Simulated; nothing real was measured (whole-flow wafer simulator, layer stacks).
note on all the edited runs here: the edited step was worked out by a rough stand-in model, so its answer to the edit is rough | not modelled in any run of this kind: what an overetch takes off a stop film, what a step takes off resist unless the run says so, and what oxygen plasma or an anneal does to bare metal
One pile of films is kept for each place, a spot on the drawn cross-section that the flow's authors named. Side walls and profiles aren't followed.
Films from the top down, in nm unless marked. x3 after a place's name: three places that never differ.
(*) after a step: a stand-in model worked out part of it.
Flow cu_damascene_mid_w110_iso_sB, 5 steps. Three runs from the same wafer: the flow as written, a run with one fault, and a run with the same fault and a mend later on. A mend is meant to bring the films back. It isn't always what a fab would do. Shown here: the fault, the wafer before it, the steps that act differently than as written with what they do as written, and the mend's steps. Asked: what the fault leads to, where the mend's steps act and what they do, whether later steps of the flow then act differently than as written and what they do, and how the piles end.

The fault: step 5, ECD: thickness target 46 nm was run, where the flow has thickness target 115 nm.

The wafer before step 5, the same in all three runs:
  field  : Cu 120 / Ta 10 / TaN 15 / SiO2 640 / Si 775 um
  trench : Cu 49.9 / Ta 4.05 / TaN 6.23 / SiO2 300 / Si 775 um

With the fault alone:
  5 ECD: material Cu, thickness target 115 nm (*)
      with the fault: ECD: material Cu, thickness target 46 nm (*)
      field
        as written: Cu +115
        with the fault: Cu +46
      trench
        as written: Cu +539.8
        with the fault: Cu +470.8
  No later step of the flow acts differently than as written at any place that is followed.
  At the end the piles differ from the flow's by more than 2% or 0.5 nm, whichever is larger, at field, trench.
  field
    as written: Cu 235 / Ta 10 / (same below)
    with the fault: Cu 166 / Ta 10 / (same below)
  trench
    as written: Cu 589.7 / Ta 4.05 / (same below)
    with the fault: Cu 520.7 / Ta 4.05 / (same below)

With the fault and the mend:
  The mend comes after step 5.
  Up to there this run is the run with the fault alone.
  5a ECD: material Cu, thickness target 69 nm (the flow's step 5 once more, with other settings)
      field, trench
        Cu +69
  No later step of the flow acts differently than as written at any place that is followed.
  At the end the piles are the same as the flow's at every place that both follow.
